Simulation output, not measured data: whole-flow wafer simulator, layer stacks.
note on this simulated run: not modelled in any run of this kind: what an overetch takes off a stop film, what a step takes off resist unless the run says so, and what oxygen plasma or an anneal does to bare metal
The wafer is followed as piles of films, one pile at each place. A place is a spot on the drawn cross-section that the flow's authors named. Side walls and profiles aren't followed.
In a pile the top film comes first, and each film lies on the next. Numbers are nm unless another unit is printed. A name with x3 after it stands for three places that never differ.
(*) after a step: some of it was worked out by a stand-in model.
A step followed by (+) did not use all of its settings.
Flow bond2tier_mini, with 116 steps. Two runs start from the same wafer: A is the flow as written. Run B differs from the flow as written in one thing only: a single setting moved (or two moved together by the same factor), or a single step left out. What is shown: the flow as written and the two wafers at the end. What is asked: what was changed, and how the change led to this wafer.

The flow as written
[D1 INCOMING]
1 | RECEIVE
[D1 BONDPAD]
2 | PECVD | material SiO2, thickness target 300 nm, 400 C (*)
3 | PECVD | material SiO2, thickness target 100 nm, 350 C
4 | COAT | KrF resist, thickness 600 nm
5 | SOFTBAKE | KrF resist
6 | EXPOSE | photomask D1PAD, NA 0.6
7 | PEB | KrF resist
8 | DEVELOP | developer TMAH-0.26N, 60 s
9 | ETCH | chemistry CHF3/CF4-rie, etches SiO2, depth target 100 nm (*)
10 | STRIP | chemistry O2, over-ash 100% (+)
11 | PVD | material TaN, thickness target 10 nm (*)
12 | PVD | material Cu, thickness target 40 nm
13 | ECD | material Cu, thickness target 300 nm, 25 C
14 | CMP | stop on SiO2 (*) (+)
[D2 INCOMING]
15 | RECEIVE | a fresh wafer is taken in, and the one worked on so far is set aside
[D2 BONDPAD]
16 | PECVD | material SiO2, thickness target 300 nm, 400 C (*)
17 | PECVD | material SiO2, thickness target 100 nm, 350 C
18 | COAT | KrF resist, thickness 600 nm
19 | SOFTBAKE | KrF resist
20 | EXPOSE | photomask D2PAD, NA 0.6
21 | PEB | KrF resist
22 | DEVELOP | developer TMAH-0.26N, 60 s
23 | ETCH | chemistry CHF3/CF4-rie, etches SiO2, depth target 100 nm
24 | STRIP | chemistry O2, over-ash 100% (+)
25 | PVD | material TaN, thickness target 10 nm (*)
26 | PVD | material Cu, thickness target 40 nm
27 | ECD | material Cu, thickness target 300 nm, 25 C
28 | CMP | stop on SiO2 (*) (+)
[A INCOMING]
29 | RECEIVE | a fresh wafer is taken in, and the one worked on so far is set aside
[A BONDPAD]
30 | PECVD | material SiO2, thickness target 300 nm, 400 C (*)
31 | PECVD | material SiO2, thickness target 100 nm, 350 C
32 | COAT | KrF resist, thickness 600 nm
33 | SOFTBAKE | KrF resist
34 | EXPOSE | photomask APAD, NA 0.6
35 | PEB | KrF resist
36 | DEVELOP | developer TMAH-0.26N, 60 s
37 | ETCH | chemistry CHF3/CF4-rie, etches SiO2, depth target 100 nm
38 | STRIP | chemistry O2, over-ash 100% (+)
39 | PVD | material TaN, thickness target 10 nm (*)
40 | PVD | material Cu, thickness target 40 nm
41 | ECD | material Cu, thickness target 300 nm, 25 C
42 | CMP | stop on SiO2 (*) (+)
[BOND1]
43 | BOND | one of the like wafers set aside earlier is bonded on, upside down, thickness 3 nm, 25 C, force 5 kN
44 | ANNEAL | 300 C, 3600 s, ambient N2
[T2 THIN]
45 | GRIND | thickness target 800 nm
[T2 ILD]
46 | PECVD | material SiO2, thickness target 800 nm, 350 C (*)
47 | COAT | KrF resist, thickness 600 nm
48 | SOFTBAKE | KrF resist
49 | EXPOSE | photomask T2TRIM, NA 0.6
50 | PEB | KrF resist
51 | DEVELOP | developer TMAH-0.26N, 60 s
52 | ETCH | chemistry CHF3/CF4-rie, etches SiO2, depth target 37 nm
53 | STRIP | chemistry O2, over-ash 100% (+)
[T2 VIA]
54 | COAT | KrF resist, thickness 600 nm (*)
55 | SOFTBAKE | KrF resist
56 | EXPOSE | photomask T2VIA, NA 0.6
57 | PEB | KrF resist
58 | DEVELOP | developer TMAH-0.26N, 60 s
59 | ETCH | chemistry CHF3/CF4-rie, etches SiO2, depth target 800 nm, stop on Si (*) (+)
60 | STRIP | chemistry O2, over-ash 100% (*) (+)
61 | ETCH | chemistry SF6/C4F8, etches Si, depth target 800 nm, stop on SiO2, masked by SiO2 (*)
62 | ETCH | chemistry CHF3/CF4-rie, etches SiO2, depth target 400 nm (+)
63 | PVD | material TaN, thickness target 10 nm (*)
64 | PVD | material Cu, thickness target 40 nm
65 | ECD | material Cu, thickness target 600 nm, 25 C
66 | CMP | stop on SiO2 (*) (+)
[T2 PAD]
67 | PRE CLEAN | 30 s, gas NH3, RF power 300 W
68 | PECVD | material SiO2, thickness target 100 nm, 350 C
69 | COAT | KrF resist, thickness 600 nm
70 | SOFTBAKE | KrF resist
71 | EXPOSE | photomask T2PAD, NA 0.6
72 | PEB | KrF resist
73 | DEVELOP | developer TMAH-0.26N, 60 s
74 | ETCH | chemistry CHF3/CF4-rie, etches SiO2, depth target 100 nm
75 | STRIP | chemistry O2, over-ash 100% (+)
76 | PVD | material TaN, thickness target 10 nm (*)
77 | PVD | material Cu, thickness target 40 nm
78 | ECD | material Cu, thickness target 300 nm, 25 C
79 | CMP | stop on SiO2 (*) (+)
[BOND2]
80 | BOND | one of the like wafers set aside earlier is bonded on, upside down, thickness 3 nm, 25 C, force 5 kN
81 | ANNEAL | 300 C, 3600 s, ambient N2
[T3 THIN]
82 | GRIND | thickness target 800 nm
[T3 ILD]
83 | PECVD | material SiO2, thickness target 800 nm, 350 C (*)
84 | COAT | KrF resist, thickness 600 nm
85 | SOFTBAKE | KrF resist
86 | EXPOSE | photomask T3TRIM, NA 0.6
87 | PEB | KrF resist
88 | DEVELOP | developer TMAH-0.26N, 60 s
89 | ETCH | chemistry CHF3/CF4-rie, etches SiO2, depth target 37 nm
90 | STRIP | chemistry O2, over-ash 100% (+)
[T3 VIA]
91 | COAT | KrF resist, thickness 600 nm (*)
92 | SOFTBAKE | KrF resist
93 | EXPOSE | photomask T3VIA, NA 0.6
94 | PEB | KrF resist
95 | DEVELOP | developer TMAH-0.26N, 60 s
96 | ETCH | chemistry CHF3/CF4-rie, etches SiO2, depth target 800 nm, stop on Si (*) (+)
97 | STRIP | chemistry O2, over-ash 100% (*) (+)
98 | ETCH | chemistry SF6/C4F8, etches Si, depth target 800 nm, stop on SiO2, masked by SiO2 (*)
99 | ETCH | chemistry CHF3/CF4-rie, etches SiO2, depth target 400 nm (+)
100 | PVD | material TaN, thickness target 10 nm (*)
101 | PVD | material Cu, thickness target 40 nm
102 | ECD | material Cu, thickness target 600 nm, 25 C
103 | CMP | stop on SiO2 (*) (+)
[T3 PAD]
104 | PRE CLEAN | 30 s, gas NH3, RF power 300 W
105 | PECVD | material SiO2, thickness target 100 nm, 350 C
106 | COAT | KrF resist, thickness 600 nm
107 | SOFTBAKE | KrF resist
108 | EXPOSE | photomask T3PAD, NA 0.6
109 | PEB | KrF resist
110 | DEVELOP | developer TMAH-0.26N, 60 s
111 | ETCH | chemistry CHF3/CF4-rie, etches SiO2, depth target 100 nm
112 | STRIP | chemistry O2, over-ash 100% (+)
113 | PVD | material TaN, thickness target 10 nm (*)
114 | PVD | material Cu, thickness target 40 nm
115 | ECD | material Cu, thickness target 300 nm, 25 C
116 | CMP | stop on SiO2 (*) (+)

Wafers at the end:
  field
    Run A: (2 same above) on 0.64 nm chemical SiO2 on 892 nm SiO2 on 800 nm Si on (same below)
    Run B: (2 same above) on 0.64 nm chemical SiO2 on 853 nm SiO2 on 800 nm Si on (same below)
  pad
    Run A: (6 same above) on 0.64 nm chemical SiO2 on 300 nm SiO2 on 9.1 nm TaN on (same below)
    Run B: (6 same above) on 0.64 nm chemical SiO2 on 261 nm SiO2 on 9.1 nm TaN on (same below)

The reason: step 17, PECVD: thickness target 61 nm was run, whereas the flow has thickness target 100 nm.

Step by step, how the change led to this:
  17 | PECVD | material SiO2, thickness target 100 nm, 350 C
      field, pad, via: A SiO2 gains 100 | B SiO2 gains 61
  80 | BOND | one of the like wafers set aside earlier is bonded on, upside down, thickness 3 nm, 25 C, force 5 kN
      field: A Si gains 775 um (new film), chemical SiO2 gains 0.64 (new film), SiO2 gains 400 | B Si gains 775 um (new film), chemical SiO2 gains 0.64 (new film), SiO2 gains 361
      pad: A Si gains 775 um (new film), chemical SiO2 gains 0.64 (new film), SiO2 gains 300 (new film), TaN gains 9.1 (new film), Cu gains 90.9 | B Si gains 775 um (new film), chemical SiO2 gains 0.64 (new film), SiO2 gains 261 (new film), TaN gains 9.1 (new film), Cu gains 90.9
